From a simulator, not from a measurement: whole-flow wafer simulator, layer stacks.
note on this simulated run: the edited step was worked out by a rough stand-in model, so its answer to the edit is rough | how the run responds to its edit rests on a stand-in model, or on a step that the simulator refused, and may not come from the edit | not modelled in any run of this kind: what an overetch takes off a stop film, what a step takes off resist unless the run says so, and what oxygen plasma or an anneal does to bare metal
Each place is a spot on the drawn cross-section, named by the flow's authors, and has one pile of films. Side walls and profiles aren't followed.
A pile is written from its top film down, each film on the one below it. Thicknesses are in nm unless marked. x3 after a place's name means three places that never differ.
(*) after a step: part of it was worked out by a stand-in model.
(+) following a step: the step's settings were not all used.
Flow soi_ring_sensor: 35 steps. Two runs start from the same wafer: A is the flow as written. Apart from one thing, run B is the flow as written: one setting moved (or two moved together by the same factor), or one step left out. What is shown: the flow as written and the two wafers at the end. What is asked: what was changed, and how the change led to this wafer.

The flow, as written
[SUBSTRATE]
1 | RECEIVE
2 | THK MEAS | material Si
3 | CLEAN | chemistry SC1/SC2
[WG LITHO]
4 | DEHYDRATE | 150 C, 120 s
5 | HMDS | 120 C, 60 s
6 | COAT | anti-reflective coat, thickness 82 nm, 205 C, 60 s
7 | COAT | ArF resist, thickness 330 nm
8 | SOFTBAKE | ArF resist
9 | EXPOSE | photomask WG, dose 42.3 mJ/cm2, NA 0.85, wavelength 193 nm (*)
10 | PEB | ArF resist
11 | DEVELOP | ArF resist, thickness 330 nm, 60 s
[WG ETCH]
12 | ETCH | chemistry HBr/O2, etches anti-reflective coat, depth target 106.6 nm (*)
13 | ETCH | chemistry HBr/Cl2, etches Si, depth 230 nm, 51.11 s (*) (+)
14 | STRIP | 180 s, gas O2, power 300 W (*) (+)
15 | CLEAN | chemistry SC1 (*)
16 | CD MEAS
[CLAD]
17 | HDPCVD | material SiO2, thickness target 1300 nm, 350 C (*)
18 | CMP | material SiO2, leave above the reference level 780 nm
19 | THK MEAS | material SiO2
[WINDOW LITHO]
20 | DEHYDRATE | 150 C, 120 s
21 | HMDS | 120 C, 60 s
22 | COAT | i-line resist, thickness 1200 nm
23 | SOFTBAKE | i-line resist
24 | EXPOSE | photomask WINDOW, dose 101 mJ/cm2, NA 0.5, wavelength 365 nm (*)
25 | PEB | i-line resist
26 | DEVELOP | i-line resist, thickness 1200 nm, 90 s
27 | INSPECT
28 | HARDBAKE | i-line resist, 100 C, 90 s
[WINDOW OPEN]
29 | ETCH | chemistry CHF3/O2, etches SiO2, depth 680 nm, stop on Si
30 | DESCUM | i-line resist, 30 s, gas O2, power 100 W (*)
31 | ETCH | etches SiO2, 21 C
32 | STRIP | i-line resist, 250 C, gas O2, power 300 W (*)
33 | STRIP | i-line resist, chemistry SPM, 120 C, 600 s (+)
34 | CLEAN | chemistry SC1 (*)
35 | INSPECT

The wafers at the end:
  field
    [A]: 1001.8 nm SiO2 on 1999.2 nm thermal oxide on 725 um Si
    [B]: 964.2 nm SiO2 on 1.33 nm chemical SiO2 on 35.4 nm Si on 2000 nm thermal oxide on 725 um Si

The reason: step 13, ETCH: depth 184 nm was run, while the flow as written has depth 230 nm; step 13, ETCH: 40.89 s was run, where the flow has 51.11 s.

How this came from the change, step by step:
  13 | ETCH | chemistry HBr/Cl2, etches Si, depth 230 nm, 51.11 s (*) (+)
      gap, window, field, gap_clad: A Si loses 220 (all of it), thermal oxide loses 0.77 | B Si loses 184
      core, core_clad: A ArF resist loses 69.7 | B ArF resist loses 55.8
  14 | STRIP | 180 s, gas O2, power 300 W (*) (+)
      gap, window, field, gap_clad: A nothing | B chemical SiO2 gains 1.33 (new film), Si loses 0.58
      core, core_clad: A ArF resist loses 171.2 (all of it), anti-reflective coat loses 82 (all of it), chemical SiO2 gains 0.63, Si loses 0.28 | B ArF resist loses 185.1 (all of it), anti-reflective coat loses 82 (all of it), chemical SiO2 gains 0.62, Si loses 0.27
  18 | CMP | material SiO2, leave above the reference level 780 nm
      gap, window, field, gap_clad: A SiO2 loses 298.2 | B SiO2 loses 335.8
